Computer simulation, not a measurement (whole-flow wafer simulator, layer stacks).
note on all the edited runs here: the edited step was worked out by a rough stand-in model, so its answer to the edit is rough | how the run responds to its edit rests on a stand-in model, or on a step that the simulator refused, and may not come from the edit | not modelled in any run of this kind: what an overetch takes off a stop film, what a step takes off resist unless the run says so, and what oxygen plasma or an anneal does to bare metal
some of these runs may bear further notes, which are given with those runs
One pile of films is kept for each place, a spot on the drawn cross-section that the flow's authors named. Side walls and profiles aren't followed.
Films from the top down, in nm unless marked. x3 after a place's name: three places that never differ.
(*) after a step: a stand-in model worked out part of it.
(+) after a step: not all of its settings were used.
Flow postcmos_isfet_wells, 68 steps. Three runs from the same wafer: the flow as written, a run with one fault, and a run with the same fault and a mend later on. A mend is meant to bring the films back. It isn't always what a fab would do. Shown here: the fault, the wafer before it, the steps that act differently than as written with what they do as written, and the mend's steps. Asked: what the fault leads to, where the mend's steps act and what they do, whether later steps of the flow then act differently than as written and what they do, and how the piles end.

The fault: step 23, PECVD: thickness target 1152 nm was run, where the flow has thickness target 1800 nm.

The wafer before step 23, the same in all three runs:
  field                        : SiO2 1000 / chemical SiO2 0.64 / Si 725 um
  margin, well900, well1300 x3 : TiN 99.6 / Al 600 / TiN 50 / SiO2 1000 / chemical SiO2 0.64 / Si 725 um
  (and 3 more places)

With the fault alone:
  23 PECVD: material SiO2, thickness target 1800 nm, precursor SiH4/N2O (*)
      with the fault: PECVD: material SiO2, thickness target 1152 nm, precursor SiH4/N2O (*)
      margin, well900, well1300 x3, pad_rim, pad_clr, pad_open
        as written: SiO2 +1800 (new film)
        with the fault: SiO2 +1152 (new film)
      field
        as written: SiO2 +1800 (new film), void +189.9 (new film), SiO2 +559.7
        with the fault: SiO2 +1152 (new film), void +190.1 (new film), SiO2 +559.5
  Later steps of the flow that act differently than as written:
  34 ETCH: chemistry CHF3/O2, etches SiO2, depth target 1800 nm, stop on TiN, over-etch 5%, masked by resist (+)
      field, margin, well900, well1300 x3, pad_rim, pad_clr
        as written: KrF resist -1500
        with the fault: KrF resist -1008
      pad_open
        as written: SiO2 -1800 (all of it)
        with the fault: SiO2 -1152 (all of it)
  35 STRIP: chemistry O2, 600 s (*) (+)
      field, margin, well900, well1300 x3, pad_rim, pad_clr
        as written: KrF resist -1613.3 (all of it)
        with the fault: KrF resist -2105.3 (all of it)
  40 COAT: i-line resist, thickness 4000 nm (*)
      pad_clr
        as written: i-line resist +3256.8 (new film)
        with the fault: i-line resist +3462.8 (new film)
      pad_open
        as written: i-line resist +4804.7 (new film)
        with the fault: i-line resist +4571 (new film)
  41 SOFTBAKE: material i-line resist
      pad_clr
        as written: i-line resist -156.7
        with the fault: i-line resist -95.6
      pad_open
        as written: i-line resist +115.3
        with the fault: i-line resist +85
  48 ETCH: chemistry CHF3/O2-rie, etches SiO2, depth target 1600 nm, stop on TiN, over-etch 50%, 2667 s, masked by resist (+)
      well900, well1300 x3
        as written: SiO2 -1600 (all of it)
        with the fault: SiO2 -952 (all of it)
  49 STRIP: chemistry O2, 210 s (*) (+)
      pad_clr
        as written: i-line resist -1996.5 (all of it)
        with the fault: i-line resist -2263.5 (all of it)
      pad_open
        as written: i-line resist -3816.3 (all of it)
        with the fault: i-line resist -3552.3 (all of it)
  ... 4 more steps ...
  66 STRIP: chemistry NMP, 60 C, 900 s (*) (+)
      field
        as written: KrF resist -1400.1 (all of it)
        with the fault: KrF resist -1707.5 (all of it)
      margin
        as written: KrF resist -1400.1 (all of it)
        with the fault: KrF resist -1707.4 (all of it)
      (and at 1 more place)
  At the end the piles differ from the flow's by more than 2% or 0.5 nm, whichever is larger, at field, margin, pad_rim, pad_clr.
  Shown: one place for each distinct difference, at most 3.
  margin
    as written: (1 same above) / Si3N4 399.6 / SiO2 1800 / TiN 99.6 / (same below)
    with the fault: (1 same above) / Si3N4 399.6 / SiO2 1152 / TiN 99.6 / (same below)
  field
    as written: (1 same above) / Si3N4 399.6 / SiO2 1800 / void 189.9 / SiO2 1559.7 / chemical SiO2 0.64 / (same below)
    with the fault: (1 same above) / Si3N4 399.6 / SiO2 1152 / void 190.1 / SiO2 1559.5 / chemical SiO2 0.64 / (same below)
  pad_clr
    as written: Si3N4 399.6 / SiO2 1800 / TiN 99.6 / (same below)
    with the fault: Si3N4 399.6 / SiO2 1152 / TiN 99.6 / (same below)

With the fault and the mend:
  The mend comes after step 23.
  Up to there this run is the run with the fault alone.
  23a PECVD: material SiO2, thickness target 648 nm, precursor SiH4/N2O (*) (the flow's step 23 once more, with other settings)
      field, margin, well900, well1300 x3, pad_rim, pad_clr, pad_open
        SiO2 +648
  No later step of the flow acts differently than as written at any place that is followed.
  At the end the piles differ from the flow's only slightly at the places that both follow, by at most 2% or 0.5 nm, whichever is larger.
